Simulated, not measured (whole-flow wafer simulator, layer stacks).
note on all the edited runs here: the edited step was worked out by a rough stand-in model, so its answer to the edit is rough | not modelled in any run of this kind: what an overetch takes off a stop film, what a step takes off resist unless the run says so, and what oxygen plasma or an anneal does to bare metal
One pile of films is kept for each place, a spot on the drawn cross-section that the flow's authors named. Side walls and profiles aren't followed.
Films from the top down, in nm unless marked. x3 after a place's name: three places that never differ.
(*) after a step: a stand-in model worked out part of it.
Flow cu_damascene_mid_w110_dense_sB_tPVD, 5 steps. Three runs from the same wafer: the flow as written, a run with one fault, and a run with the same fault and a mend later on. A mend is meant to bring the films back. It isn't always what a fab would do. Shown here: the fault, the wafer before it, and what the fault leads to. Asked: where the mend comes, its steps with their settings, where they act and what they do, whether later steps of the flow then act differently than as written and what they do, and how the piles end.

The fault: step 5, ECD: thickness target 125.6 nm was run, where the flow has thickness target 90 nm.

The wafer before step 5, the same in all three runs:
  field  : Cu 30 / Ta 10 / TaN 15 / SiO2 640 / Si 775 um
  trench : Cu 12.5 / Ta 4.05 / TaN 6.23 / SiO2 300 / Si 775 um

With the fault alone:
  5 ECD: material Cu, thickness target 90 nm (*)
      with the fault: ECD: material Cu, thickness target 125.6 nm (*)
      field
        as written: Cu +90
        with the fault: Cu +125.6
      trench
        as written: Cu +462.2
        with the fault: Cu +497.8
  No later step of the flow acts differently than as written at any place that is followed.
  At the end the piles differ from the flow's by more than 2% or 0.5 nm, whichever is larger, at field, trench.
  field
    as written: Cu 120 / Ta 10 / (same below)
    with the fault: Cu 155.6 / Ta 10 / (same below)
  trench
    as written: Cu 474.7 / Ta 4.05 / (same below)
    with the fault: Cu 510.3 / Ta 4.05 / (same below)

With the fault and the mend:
  The mend comes after step 5.
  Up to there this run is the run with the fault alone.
  5a ETCH: chemistry cu recess dil, depth target 35.6 nm
      field, trench
        Cu -35.6
  No later step of the flow acts differently than as written at any place that is followed.
  At the end the piles are the same as the flow's at every place that both follow.
